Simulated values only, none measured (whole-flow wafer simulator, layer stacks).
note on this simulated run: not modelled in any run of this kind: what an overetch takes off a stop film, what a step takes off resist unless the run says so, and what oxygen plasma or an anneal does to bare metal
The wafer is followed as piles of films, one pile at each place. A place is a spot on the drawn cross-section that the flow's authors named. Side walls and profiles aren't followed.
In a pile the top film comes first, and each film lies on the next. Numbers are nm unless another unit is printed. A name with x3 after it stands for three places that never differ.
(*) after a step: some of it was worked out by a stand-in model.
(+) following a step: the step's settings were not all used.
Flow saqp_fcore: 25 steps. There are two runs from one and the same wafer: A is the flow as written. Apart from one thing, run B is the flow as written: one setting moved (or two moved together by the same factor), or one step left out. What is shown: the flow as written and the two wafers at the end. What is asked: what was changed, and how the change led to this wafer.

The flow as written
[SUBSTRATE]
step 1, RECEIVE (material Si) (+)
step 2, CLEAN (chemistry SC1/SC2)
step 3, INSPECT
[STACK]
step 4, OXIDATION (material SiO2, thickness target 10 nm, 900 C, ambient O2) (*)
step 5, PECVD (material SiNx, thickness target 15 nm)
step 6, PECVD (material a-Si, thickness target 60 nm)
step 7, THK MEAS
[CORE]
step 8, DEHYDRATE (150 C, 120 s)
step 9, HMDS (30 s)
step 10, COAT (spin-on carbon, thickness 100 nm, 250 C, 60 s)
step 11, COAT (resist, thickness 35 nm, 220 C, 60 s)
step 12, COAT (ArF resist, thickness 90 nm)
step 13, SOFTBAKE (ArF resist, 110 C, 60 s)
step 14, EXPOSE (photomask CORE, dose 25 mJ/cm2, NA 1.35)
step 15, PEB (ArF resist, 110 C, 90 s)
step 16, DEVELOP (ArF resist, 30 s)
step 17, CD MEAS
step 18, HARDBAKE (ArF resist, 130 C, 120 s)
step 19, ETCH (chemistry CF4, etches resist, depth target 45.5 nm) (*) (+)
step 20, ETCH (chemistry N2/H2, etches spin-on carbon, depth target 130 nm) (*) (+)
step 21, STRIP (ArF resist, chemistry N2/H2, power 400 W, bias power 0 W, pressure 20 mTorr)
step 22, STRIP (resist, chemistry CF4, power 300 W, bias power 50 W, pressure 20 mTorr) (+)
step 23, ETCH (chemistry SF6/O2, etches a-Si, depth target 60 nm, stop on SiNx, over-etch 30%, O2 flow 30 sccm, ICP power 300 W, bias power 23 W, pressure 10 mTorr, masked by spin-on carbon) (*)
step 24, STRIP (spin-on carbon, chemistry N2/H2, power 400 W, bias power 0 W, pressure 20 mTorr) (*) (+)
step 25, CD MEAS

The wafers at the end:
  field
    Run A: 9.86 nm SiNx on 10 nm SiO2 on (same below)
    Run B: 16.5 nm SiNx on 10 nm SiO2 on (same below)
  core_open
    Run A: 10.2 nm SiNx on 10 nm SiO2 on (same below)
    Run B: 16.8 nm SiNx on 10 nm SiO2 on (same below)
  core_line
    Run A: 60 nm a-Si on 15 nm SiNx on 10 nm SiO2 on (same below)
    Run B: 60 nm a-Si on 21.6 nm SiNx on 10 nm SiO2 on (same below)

The reason: step 5, PECVD: thickness target 21.6 nm was run, while the flow as written has thickness target 15 nm.
The wafer itself shows it: core_line has SiNx 21.6, and step 5 as written asks for 15 nm.

Step by step, how the change led to this:
  step 5, PECVD (material SiNx, thickness target 15 nm)
      field, core_open, core_line: A +15 SiNx (new film) | B +21.6 SiNx (new film)
